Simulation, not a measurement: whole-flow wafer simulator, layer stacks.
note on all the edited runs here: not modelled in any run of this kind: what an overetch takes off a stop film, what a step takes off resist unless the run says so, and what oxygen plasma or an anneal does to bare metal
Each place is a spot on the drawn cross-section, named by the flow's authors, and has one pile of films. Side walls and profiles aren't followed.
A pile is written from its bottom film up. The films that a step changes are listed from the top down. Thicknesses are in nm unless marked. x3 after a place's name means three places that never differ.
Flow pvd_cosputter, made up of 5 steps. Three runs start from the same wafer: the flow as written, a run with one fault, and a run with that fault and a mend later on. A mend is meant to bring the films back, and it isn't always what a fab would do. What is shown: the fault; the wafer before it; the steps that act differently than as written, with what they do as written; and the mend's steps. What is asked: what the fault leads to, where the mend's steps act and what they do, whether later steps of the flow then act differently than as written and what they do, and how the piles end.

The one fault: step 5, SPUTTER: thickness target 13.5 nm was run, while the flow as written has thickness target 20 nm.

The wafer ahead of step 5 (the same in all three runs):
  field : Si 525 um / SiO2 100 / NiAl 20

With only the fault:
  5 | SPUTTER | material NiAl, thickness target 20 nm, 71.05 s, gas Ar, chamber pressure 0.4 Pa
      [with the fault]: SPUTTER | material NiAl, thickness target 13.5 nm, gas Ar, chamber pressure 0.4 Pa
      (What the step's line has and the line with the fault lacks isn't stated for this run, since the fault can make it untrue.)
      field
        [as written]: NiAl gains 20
        [with the fault]: NiAl gains 13.5
  Every later step of the flow that is run acts as written at every place that is followed.
  At field, the piles at the end differ from the flow's by more than 2% or 0.5 nm, whichever is larger.
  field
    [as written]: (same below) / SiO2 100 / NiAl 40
    [with the fault]: (same below) / SiO2 100 / NiAl 33.5

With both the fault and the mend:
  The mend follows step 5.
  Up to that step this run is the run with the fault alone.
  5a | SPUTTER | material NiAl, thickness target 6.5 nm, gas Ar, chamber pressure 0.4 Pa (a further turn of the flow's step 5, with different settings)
      field
        NiAl gains 6.5
  Every later step of the flow that is run acts as written at every place that is followed.
  The piles end the same as the flow's at every place that both follow.
